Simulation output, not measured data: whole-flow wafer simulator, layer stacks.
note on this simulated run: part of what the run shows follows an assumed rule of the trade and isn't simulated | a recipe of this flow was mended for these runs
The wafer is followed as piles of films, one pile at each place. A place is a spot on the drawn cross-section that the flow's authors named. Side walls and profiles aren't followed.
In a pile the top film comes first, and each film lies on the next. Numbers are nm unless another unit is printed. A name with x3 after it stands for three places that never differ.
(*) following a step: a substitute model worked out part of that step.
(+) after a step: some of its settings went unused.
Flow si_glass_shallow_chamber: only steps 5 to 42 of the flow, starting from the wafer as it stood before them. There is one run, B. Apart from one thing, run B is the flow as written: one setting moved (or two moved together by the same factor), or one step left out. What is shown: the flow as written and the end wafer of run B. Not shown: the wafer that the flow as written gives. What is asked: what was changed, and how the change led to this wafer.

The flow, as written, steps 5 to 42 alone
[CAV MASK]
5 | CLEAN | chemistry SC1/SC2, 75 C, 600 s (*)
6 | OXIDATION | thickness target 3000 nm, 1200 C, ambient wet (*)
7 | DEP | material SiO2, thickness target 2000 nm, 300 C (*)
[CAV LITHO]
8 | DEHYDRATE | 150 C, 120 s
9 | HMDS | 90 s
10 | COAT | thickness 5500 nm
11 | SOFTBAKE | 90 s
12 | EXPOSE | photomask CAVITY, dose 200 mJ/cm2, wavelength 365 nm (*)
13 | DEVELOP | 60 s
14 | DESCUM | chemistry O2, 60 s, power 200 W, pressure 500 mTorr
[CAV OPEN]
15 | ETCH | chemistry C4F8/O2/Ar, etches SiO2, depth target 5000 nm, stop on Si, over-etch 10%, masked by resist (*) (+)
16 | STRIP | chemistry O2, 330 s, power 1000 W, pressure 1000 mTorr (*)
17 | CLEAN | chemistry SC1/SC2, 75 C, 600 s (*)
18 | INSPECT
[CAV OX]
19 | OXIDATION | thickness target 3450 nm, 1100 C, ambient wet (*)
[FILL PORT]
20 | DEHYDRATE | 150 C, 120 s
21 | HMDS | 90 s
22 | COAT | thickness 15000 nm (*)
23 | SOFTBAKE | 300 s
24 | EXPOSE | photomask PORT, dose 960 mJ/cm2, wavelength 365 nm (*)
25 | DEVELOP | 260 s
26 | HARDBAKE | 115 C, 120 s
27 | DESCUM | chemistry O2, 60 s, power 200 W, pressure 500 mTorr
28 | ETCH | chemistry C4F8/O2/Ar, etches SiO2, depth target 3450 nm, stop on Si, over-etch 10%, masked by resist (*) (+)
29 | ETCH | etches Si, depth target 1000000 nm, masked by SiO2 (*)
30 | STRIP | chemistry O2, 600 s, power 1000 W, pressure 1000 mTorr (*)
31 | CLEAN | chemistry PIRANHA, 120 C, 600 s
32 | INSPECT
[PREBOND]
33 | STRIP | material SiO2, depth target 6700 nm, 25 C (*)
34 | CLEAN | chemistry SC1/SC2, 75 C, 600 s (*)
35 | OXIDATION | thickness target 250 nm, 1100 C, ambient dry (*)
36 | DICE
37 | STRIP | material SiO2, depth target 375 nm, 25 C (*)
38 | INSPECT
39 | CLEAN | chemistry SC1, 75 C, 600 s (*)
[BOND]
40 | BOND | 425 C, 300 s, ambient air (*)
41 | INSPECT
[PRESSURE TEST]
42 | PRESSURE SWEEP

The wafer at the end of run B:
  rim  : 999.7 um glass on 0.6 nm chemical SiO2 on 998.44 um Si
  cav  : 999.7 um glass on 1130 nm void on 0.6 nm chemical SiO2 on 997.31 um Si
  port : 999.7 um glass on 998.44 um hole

Cause: step 6, OXIDATION: thickness target 1920 nm was run, though the flow has thickness target 3000 nm.

How this came from the change, step by step:
  6 | OXIDATION | thickness target 3000 nm, 1200 C, ambient wet (*)
      rim, ramp, cav, port, septum, ring: SiO2 gains 1920 (new film), chemical SiO2 loses 0.6 (all of it), Si loses 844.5 (in the flow as written it would be: SiO2 gains 3000 (new film), chemical SiO2 loses 0.6 (all of it), Si loses 1319.7)
  15 | ETCH | chemistry C4F8/O2/Ar, etches SiO2, depth target 5000 nm, stop on Si, over-etch 10%, masked by resist (*) (+)
      rim, ramp, septum, ring: thick-i-line-resist loses 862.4 (in the flow as written it would be: thick-i-line-resist loses 1100)
      cav, port: SiO2 loses 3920 (all of it), Si loses 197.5 (in the flow as written it would be: SiO2 loses 5000 (all of it), Si loses 62.5)
  16 | STRIP | chemistry O2, 330 s, power 1000 W, pressure 1000 mTorr (*)
      rim, ramp, septum, ring: thick-i-line-resist loses 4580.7 (all of it) (in the flow as written it would be: thick-i-line-resist loses 4343.1 (all of it))
  19 | OXIDATION | thickness target 3450 nm, 1100 C, ambient wet (*)
      rim, ramp, septum, ring: SiO2 gains 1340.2, Si loses 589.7 (in the flow as written it would be: SiO2 gains 1110.9, Si loses 488.8)
  22 | COAT | thickness 15000 nm (*)
      rim: thick-i-line-resist gains 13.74 um (new film) (in the flow as written it would be: thick-i-line-resist gains 13.4 um (new film))
      ramp: thick-i-line-resist gains 13.34 um (new film) (in the flow as written it would be: thick-i-line-resist gains 12.89 um (new film))
      (as well as at 4 more places)
  23 | SOFTBAKE | 300 s
      rim: thick-i-line-resist loses 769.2 (in the flow as written it would be: thick-i-line-resist loses 997)
      ramp: thick-i-line-resist loses 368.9 (in the flow as written it would be: thick-i-line-resist loses 487.1)
      (as well as at 4 more places)
  25 | DEVELOP | 260 s
      port: thick-i-line-resist loses 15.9 um (all of it) (in the flow as written it would be: thick-i-line-resist loses 16.16 um (all of it))
  26 | HARDBAKE | 115 C, 120 s
      rim, ramp: thick-i-line-resist loses 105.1 (in the flow as written it would be: thick-i-line-resist loses 98.2)
      cav: thick-i-line-resist loses 143.6 (in the flow as written it would be: thick-i-line-resist loses 147.1)
  29 | ETCH | etches Si, depth target 1000000 nm, masked by SiO2 (*)
      rim, ramp: thick-i-line-resist loses 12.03 um (all of it), SiO2 loses 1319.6 (in the flow as written it would be: thick-i-line-resist loses 11.47 um (all of it), SiO2 loses 1617.3)
      port: hole gains 997.39 um (new film), Si loses 997.39 um (all of it) (in the flow as written it would be: hole gains 997.05 um (new film), Si loses 997.05 um (all of it))
      (as well as at 2 more places)
  30 | STRIP | chemistry O2, 600 s, power 1000 W, pressure 1000 mTorr (*)
      cav: thick-i-line-resist loses 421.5 (all of it) (in the flow as written it would be: thick-i-line-resist loses 669.6 (all of it))
  33 | STRIP | material SiO2, depth target 6700 nm, 25 C (*)
      rim, ramp: SiO2 loses 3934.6 (all of it) (in the flow as written it would be: SiO2 loses 4487.5 (all of it))
      septum: SiO2 loses 4907.5 (all of it) (in the flow as written it would be: SiO2 loses 5732.1 (all of it))
      (as well as at 1 more place)
  40 | BOND | 425 C, 300 s, ambient air (*)
      cav: glass gains 999.7 um (new film), void gains 1130 (new film) (in the flow as written it would be: glass gains 999.7 um (new film), void gains 1095.9 (new film))
      port: glass gains 999.7 um (new film), hole gains 1051.3 (in the flow as written it would be: glass gains 999.7 um (new film), hole gains 1017.3)
